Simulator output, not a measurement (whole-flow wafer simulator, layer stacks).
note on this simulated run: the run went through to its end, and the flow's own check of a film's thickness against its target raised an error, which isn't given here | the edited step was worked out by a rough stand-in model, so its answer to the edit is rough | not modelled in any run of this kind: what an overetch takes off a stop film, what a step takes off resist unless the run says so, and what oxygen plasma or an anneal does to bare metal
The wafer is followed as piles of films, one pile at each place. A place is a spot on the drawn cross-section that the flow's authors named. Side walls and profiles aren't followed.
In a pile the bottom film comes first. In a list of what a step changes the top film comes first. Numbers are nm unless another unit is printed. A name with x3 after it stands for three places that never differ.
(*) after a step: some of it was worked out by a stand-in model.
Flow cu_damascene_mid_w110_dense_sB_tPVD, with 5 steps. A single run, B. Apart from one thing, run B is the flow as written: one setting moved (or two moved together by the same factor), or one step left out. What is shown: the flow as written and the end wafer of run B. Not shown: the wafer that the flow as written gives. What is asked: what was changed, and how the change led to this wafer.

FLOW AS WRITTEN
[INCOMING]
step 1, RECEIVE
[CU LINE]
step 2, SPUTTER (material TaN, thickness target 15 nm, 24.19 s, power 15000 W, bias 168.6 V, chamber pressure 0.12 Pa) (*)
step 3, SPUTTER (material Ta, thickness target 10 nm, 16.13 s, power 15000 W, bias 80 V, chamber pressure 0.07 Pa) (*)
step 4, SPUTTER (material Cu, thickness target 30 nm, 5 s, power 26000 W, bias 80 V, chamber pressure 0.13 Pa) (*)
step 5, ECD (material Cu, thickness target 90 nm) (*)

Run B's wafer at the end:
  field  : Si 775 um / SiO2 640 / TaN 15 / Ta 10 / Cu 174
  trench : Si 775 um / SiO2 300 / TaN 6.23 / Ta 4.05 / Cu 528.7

The reason: step 5, ECD: thickness target 144 nm was run, though the flow has thickness target 90 nm.

Step by step, how the change led to this:
  step 5, ECD (material Cu, thickness target 90 nm) (*)
      field: +144 Cu (it would be, as written: +90 Cu)
      trench: +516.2 Cu (it would be, as written: +462.2 Cu)
